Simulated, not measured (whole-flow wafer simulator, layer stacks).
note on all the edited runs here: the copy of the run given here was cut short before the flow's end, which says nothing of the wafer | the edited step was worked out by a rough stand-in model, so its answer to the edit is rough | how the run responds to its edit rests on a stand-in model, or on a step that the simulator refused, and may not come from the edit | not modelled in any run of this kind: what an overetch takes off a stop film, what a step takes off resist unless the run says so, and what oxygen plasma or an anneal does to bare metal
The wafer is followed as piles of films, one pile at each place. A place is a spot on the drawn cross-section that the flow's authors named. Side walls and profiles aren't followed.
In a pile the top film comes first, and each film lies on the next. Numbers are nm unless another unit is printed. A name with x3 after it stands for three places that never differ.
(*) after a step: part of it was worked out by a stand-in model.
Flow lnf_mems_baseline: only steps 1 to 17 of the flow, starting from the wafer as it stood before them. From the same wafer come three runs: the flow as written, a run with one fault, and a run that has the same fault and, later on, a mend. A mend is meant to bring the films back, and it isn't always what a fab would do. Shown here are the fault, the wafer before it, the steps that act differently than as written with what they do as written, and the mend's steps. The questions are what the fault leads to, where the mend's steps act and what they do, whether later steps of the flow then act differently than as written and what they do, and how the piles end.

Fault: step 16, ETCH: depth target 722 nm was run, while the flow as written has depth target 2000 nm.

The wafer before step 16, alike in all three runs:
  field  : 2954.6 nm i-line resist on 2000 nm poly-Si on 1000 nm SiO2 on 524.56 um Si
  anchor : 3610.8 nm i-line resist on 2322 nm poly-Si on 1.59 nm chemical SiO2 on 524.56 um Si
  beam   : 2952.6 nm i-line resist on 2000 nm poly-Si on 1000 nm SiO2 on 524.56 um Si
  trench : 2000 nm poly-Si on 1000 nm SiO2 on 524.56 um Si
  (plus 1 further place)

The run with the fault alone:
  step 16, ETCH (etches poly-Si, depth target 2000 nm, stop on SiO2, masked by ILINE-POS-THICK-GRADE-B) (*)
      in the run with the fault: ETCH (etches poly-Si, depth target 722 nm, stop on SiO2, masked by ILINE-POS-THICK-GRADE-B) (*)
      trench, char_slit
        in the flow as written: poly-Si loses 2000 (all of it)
        in the run with the fault: poly-Si loses 722
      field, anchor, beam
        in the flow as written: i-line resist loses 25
        in the run with the fault: i-line resist loses 9.03
  Later steps of the flow acting differently than as written:
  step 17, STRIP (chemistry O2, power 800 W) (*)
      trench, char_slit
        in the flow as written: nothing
        in the run with the fault: chemical SiO2 gains 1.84 (new film), poly-Si loses 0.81
  At trench, char_slit, the piles at the end differ from the flow's by more than 2% or 0.5 nm, whichever is larger.
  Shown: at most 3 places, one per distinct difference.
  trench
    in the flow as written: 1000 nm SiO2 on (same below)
    in the run with the fault: 1.84 nm chemical SiO2 on 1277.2 nm poly-Si on 1000 nm SiO2 on (same below)

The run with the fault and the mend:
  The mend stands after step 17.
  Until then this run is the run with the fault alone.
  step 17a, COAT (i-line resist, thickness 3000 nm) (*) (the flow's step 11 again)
      field
        i-line resist gains 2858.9 (new film)
      anchor
        i-line resist gains 3476.5 (new film)
      beam
        i-line resist gains 2803.6 (new film)
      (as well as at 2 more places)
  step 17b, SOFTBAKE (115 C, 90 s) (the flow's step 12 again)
      field
        i-line resist gains 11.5
      anchor
        i-line resist gains 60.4
      beam
        i-line resist gains 47.5
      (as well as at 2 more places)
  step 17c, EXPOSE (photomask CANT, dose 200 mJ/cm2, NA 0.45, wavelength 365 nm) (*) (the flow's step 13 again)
      does not change any film at any place that is followed
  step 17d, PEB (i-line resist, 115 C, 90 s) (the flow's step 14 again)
      field
        i-line resist loses 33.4
      anchor
        i-line resist loses 44
      beam
        i-line resist loses 33.1
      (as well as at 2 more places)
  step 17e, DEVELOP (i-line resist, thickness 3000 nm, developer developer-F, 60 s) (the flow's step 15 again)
      field, anchor, beam
        i-line resist loses 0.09
      trench
        i-line resist loses 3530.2 (all of it)
      char_slit
        i-line resist loses 3573.1 (all of it)
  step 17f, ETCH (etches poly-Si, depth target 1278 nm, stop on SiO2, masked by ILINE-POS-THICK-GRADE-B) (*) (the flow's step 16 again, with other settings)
      field, anchor, beam
        i-line resist loses 16
      trench, char_slit
        chemical SiO2 loses 1.84 (all of it), poly-Si loses 1277.2 (all of it)
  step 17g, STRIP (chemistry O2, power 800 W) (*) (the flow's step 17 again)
      field
        i-line resist loses 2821 (all of it), chemical SiO2 gains 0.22, poly-Si loses 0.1
      anchor
        i-line resist loses 3476.9 (all of it), chemical SiO2 gains 0.22, poly-Si loses 0.1
      beam
        i-line resist loses 2801.8 (all of it), chemical SiO2 gains 0.22, poly-Si loses 0.1
  None of the later steps of the flow acts differently than as written at any place that is followed.
  When the end is reached, the piles differ only a little from the flow's at the places that both follow, at most by 2% or 0.5 nm, whichever is larger.
